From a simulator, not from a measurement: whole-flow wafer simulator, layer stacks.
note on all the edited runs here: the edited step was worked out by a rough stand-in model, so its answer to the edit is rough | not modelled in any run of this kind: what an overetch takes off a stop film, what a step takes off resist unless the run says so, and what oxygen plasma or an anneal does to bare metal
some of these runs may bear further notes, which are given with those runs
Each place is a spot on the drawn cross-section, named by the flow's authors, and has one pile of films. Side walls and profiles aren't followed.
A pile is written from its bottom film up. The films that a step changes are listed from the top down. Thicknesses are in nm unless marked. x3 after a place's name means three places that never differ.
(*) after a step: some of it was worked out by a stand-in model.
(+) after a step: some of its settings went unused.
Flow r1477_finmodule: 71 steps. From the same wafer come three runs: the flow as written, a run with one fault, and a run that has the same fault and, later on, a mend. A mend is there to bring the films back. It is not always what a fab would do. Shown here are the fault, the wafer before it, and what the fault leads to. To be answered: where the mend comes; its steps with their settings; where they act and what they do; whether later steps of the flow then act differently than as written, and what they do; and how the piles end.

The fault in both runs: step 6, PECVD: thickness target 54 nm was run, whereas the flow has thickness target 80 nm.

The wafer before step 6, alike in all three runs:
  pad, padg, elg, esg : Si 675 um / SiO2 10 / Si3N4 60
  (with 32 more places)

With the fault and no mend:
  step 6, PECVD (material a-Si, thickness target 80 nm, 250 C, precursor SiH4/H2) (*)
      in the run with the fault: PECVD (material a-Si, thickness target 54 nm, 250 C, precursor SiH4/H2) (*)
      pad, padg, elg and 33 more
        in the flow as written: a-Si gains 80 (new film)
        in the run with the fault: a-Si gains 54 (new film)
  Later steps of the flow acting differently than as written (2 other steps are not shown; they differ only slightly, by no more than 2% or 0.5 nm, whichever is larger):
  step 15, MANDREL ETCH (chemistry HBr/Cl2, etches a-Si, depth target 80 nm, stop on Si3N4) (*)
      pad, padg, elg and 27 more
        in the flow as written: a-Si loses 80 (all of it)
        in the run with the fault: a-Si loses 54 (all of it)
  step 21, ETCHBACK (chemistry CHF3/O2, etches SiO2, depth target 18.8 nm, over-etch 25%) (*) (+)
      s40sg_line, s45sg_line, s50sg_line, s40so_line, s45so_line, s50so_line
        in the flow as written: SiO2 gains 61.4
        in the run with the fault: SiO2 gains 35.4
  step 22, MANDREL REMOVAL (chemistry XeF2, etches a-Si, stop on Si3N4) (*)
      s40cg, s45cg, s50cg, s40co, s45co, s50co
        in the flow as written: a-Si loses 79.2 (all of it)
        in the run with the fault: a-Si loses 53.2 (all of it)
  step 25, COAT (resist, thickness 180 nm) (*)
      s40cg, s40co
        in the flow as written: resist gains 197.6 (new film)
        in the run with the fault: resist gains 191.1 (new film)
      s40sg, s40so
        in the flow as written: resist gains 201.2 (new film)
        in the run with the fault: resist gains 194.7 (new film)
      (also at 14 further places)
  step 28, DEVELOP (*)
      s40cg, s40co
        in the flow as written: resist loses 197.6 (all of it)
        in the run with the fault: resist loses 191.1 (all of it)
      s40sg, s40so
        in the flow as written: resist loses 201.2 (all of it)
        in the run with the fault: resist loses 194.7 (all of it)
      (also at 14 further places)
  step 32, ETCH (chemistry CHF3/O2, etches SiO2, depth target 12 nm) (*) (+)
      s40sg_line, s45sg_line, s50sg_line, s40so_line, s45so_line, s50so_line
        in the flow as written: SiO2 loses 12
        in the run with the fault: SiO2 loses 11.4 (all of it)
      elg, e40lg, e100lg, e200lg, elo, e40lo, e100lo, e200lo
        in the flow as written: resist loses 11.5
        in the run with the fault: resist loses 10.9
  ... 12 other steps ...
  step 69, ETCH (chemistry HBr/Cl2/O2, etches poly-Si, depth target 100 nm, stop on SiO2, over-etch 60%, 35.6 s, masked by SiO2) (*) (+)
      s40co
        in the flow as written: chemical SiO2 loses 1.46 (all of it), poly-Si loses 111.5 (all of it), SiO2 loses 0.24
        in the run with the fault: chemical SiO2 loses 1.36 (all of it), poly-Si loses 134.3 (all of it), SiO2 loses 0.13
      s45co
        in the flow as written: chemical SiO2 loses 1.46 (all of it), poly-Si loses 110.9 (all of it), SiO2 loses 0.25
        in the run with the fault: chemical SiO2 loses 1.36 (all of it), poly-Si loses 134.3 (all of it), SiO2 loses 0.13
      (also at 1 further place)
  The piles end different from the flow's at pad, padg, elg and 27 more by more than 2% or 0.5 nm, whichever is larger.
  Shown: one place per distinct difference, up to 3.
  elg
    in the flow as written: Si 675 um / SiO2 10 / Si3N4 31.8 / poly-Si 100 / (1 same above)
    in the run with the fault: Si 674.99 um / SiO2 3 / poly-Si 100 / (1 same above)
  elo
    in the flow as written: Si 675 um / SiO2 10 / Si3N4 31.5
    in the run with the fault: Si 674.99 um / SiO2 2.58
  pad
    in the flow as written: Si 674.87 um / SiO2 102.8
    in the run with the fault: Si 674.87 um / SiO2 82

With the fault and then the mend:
  The mend stands after step 7.
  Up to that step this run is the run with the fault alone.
  step 7a, PECVD (material a-Si, thickness target 26 nm, 250 C, precursor SiH4/H2) (*) (the flow's step 6 again, with other settings)
      pad, padg, elg and 33 more
        a-Si gains 26
  Every later step of the flow that is run acts as written at every place that is followed.
  At every place that both follow, the piles at the end match the flow's.
